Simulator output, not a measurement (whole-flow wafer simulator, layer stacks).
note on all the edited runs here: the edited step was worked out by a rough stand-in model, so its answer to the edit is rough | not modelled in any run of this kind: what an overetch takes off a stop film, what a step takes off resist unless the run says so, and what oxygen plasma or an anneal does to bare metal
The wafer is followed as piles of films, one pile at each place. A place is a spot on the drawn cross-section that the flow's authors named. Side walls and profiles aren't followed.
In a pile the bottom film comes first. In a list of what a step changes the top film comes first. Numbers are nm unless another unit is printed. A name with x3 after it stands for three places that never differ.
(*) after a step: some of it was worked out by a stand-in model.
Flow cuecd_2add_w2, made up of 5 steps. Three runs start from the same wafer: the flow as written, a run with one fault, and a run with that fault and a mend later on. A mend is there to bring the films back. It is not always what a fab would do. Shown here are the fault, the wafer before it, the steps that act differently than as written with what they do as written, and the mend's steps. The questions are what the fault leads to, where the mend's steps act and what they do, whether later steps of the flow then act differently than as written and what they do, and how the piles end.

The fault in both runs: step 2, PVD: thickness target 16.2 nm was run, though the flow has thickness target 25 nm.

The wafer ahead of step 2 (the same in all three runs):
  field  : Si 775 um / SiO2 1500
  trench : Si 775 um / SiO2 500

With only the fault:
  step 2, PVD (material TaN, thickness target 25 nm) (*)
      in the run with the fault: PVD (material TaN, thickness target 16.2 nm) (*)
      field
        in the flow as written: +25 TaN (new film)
        in the run with the fault: +16.2 TaN (new film)
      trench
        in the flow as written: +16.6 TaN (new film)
        in the run with the fault: +10.8 TaN (new film)
  Every later step of the flow that is run acts as written, at every place that is followed, to within 2% or 0.5 nm, whichever is larger.
  The piles end different from the flow's at field, trench by more than 2% or 0.5 nm, whichever is larger.
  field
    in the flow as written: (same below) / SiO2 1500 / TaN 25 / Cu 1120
    in the run with the fault: (same below) / SiO2 1500 / TaN 16.2 / Cu 1120
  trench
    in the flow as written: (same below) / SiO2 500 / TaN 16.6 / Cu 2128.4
    in the run with the fault: (same below) / SiO2 500 / TaN 10.8 / Cu 2125.4

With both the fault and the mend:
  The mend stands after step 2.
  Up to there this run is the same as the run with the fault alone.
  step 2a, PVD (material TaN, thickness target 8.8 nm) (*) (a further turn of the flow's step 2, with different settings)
      field
        +8.8 TaN
      trench
        +5.81 TaN
  Every later step of the flow that is run acts as written at every place that is followed.
  By the end, the piles equal the flow's at every place that both follow.
